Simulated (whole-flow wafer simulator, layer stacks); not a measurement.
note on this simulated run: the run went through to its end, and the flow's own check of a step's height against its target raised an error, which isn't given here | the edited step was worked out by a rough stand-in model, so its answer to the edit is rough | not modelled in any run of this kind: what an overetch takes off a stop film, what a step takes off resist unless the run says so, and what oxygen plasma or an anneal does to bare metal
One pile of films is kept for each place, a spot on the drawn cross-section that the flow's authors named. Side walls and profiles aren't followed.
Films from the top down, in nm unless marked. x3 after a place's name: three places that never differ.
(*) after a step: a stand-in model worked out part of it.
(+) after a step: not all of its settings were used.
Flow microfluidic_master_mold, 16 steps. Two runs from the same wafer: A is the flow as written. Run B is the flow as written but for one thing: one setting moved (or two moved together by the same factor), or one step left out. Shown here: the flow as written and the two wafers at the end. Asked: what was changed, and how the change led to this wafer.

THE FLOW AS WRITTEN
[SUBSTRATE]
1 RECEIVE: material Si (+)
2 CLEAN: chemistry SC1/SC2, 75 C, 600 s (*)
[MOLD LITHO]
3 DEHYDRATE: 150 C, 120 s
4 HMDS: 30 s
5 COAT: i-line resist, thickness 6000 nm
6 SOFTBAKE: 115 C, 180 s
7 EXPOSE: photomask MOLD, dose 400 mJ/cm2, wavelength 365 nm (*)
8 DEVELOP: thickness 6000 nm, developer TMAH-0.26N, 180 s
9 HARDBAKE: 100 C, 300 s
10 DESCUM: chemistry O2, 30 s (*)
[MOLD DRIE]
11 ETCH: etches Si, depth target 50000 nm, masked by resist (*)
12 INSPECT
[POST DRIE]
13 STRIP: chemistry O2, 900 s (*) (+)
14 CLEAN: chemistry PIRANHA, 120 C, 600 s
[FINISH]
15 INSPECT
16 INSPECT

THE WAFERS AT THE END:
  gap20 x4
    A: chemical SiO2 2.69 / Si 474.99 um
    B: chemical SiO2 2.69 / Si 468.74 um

The cause: step 11, ETCH: depth target 56250 nm was run, where the flow has depth target 50000 nm.

How the change led to this, step by step:
  11 ETCH: etches Si, depth target 50000 nm, masked by resist (*)
      gap20 x4: A chemical SiO2 -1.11 (all of it), Si -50 um | B chemical SiO2 -1.11 (all of it), Si -56.25 um
      ridge: A i-line resist -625 | B i-line resist -703.1
